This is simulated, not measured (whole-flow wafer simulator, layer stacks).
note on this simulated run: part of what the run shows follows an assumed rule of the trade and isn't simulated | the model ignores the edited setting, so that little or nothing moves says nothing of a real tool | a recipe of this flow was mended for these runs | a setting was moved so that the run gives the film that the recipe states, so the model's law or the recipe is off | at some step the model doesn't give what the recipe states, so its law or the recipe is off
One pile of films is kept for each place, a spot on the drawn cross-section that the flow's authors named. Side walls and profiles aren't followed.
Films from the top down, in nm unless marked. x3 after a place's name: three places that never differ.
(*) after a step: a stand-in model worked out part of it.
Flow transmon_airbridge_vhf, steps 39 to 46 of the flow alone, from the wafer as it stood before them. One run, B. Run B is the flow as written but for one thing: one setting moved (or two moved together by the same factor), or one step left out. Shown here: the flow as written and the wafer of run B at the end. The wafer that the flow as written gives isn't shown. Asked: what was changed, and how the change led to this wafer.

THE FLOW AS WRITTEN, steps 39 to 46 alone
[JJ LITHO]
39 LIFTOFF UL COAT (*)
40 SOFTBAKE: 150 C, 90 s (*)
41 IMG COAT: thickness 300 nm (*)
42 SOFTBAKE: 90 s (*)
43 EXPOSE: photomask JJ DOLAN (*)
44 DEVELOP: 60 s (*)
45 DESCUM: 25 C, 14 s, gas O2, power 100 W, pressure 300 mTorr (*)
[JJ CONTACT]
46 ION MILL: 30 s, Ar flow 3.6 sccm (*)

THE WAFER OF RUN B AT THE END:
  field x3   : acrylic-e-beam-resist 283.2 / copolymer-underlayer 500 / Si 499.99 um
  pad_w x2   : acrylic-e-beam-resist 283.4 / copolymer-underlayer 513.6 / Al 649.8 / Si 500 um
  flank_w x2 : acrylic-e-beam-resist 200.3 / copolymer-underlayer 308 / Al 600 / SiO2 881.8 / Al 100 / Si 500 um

The cause: step 45, DESCUM: 25 C, 14 s, gas O2, power 100 W, pressure 300 mTorr (*), was left out.

How the change led to this, step by step:
  (no step that both runs have acts differently)
